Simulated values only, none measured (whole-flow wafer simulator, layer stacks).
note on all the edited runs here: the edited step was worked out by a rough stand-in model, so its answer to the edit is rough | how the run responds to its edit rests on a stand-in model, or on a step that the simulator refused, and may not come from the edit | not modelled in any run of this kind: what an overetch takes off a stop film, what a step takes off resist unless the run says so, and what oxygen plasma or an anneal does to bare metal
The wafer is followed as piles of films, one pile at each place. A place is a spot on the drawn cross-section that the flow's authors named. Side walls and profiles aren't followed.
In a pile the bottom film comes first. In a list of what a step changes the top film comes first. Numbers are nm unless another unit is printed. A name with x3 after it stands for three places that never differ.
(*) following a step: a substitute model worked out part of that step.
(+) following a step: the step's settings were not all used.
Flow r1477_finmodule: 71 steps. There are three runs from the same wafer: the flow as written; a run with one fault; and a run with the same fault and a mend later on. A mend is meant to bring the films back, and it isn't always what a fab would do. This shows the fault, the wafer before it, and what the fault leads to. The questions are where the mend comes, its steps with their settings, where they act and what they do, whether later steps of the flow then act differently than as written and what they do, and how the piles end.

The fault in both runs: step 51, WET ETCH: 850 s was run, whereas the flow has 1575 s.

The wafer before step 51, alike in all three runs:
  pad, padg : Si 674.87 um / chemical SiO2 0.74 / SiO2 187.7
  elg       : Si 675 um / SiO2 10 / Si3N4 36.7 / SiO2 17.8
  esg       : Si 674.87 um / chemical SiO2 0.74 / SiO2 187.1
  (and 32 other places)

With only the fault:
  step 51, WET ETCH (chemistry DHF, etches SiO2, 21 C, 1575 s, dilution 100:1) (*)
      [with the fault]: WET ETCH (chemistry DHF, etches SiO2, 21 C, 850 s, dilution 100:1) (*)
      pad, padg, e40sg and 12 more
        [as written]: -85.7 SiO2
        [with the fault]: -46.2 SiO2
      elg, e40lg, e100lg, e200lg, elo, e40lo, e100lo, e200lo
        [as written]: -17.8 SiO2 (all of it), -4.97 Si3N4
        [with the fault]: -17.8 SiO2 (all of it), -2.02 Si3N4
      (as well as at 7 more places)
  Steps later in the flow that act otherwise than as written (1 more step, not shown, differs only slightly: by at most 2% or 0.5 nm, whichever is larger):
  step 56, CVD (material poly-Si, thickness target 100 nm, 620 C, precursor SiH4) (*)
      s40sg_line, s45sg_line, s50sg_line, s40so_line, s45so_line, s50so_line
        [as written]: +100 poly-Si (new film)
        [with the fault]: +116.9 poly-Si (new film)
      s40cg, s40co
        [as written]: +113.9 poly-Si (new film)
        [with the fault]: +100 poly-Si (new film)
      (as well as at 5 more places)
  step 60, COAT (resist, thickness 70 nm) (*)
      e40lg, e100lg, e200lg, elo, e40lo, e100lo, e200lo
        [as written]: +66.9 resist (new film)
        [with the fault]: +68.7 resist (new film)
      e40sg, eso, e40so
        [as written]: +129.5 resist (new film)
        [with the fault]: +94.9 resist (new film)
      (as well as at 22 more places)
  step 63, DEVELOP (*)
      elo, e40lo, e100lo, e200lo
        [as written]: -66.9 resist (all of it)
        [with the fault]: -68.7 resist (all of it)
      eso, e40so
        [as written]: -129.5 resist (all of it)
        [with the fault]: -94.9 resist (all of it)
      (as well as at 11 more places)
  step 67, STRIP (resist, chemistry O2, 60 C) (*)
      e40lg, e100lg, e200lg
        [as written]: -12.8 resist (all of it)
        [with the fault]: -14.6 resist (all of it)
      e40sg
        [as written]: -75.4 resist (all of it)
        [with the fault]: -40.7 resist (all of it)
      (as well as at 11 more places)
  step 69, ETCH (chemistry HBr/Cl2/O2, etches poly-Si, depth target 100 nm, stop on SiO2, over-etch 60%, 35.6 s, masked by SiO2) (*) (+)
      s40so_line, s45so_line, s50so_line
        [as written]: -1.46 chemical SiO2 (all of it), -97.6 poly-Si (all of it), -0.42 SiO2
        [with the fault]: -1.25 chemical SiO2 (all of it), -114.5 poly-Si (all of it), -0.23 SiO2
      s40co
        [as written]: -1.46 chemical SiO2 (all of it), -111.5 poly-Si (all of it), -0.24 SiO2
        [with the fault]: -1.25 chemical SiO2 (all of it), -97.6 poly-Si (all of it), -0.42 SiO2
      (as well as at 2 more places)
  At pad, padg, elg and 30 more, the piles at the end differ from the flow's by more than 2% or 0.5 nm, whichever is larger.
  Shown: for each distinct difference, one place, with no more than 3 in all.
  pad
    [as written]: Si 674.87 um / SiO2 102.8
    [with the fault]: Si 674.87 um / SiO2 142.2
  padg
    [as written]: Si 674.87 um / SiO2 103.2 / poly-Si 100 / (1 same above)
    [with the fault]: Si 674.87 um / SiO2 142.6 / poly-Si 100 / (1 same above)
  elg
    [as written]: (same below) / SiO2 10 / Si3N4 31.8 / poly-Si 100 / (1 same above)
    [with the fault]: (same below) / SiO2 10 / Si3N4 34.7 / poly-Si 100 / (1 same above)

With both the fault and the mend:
  After step 51 comes the mend.
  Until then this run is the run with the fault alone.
  step 51a, WET ETCH (chemistry DHF, etches SiO2, 21 C, 725 s, dilution 100:1) (*) (the flow's step 51 again, with other settings)
      pad, padg, e40sg and 12 more
        -39.4 SiO2
      elg, e40lg, e100lg, e200lg, elo, e40lo, e100lo, e200lo
        -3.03 Si3N4
      esg, s40cg, s45cg, s50cg, s40co, s45co, s50co
        -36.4 SiO2
  Every later step of the flow that is run acts as written, at every place that is followed, to within 2% or 0.5 nm, whichever is larger.
  The piles end only slightly different from the flow's at the places that both follow, by no more than 2% or 0.5 nm, whichever is larger.
